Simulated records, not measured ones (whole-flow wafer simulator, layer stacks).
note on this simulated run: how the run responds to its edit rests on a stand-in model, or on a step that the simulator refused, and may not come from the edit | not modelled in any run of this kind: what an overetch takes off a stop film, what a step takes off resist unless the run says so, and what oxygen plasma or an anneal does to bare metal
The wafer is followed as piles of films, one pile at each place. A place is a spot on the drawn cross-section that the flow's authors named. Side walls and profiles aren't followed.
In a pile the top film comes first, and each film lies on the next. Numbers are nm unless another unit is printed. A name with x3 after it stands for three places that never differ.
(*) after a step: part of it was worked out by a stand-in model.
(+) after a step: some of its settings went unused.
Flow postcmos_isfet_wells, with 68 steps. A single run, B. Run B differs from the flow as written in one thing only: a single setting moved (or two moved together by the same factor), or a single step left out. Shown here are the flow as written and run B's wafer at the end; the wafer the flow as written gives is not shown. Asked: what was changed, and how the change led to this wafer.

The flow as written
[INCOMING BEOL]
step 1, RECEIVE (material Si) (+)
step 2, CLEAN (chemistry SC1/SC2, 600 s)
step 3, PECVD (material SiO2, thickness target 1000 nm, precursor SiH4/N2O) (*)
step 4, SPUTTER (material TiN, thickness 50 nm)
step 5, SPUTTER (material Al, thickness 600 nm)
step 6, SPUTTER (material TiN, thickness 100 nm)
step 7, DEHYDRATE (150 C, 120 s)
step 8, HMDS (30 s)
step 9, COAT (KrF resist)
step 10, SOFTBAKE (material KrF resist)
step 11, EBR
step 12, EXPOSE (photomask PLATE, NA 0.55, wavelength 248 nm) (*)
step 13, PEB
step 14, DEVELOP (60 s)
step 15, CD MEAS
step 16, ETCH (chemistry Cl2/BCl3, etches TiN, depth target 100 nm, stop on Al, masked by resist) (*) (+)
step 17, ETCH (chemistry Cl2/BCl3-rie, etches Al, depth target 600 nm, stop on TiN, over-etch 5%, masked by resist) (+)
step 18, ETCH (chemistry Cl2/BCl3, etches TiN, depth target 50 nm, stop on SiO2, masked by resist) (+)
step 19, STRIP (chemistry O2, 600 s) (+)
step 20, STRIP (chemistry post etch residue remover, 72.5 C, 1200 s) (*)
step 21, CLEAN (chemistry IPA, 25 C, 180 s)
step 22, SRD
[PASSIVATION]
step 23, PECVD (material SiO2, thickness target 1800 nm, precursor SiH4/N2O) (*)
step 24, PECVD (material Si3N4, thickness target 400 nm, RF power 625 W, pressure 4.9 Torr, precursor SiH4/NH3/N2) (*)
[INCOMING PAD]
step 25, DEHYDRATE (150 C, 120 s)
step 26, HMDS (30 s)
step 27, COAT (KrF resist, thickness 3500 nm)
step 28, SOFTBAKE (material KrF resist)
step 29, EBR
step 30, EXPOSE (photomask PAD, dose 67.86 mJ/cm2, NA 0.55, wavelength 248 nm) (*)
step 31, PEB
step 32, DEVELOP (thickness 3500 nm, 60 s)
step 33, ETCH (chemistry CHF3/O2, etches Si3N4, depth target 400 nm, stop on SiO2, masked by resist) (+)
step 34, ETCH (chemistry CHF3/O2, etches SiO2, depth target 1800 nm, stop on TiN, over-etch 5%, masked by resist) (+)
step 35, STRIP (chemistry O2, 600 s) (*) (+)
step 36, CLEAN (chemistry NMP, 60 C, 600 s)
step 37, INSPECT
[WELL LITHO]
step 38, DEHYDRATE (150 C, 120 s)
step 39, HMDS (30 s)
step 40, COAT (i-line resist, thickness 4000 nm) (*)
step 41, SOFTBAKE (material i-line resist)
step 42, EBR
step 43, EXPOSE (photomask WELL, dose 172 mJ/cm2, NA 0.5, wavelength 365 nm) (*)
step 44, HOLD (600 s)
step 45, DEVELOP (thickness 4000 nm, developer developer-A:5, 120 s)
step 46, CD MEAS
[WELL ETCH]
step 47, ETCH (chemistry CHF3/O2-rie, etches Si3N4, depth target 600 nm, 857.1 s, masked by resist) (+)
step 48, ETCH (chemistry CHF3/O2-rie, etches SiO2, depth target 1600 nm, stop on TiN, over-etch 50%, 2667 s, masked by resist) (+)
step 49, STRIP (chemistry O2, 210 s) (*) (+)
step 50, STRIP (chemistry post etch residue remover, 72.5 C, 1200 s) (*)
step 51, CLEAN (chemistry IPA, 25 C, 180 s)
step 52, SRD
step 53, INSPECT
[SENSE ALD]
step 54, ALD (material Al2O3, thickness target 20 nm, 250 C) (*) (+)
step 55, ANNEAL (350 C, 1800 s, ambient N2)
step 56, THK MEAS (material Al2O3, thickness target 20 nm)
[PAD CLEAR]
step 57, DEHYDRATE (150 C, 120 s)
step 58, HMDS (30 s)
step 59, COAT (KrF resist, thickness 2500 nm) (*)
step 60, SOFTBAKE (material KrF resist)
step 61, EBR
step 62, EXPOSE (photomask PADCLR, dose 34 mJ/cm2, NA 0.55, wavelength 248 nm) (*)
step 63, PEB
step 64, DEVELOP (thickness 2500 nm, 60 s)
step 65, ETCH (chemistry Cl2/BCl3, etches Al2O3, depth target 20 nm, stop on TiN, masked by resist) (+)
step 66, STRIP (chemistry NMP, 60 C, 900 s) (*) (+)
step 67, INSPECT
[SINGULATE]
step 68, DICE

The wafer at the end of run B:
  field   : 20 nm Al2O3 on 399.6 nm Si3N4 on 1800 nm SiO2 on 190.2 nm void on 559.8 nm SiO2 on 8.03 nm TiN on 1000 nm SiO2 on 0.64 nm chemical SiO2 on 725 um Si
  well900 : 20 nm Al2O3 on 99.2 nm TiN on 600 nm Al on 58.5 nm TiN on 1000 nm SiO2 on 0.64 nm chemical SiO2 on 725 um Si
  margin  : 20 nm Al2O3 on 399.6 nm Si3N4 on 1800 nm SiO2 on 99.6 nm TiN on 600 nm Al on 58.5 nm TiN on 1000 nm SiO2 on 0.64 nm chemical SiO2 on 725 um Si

The reason: step 4, SPUTTER: thickness 58.45 nm was run, though the flow has thickness 50 nm.
The wafer itself shows it: well900 has TiN 58.5, and step 4 as written asks for 50 nm.

The path from the change to this, step by step:
  step 4, SPUTTER (material TiN, thickness 50 nm)
      field, margin, well900, well1300 x3, pad_rim, pad_clr, pad_open: +58.5 TiN (new film) (as written it would have been: +50 TiN (new film))
  step 18, ETCH (chemistry Cl2/BCl3, etches TiN, depth target 50 nm, stop on SiO2, masked by resist) (+)
      field: -50 TiN (as written it would have been: -50 TiN (all of it))
  step 23, PECVD (material SiO2, thickness target 1800 nm, precursor SiH4/N2O) (*)
      field: +1800 SiO2 (new film), +190.2 void (new film), +559.8 SiO2 (new film) (as written it would have been: +1800 SiO2 (new film), +189.9 void (new film), +559.7 SiO2)
Taking metal films that touch as one body, field has 1 body; the flow as written gives 0 bodies.
